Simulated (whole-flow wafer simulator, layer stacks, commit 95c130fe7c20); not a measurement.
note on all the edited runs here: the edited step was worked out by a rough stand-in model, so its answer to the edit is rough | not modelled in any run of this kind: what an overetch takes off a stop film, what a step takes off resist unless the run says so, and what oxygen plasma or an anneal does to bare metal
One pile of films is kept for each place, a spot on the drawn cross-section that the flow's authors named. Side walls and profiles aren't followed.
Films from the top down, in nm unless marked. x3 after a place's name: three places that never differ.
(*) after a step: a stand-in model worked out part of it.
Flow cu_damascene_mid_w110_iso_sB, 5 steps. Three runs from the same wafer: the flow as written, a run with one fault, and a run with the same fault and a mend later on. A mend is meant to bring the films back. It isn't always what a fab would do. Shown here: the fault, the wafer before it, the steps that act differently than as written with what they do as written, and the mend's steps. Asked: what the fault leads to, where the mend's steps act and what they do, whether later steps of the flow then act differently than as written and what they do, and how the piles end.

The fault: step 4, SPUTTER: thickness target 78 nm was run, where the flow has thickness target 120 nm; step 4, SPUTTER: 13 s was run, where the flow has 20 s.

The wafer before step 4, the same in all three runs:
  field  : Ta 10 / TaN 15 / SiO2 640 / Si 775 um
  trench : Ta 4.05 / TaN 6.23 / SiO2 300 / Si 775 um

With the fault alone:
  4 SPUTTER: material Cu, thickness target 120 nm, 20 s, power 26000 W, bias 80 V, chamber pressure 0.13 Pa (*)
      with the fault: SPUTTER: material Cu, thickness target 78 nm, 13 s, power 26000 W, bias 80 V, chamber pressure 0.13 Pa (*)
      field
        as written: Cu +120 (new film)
        with the fault: Cu +78 (new film)
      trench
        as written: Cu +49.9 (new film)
        with the fault: Cu +32.5 (new film)
  Later steps of the flow that act differently than as written:
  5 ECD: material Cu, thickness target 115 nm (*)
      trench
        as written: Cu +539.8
        with the fault: Cu +515.3
  At the end the piles differ from the flow's by more than 2% or 0.5 nm, whichever is larger, at field, trench.
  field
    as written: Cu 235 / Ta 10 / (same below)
    with the fault: Cu 193 / Ta 10 / (same below)
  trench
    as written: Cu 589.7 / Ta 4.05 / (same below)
    with the fault: Cu 547.7 / Ta 4.05 / (same below)

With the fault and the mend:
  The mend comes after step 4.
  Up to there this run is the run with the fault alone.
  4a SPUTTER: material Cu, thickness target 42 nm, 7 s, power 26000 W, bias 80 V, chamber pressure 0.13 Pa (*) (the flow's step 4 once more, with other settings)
      field
        Cu +42
      trench
        Cu +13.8
  No later step of the flow acts differently than as written, at any place that is followed, by more than 2% or 0.5 nm, whichever is larger.
  At the end the piles are the same as the flow's at every place that both follow.
